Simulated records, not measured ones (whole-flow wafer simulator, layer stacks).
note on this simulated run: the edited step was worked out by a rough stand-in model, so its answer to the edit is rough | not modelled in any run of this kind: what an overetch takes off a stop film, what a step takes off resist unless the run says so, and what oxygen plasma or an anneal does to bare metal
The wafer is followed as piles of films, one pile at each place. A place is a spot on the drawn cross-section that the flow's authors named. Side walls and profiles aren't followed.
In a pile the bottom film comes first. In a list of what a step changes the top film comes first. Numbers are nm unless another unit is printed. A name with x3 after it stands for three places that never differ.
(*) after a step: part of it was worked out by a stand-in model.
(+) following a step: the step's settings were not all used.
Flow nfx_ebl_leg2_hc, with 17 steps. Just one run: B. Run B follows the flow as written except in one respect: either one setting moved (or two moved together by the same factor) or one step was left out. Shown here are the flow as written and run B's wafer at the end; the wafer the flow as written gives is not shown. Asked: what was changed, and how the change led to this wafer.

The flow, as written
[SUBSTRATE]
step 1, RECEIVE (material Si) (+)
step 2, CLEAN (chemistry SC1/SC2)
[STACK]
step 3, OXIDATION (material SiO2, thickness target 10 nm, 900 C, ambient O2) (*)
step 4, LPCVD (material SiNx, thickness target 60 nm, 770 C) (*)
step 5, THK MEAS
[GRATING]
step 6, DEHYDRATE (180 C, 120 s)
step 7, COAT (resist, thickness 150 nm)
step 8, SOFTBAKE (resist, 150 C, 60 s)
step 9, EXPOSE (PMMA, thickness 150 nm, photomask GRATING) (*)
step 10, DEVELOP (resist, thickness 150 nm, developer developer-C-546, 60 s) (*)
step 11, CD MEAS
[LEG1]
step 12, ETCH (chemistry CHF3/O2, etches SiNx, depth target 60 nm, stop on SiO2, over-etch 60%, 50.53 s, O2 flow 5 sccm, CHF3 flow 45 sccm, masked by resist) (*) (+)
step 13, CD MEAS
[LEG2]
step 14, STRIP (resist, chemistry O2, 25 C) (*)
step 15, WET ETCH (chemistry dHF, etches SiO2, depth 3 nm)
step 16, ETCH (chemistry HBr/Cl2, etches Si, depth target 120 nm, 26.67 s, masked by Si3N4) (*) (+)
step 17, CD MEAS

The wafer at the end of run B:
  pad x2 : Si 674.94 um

Cause: step 16, ETCH: depth target 57 nm was run, whereas the flow has depth target 120 nm.

How this came from the change, step by step:
  step 16, ETCH (chemistry HBr/Cl2, etches Si, depth target 120 nm, 26.67 s, masked by Si3N4) (*) (+)
      pad x2: Si loses 57 (in the flow as written it would be: Si loses 120)
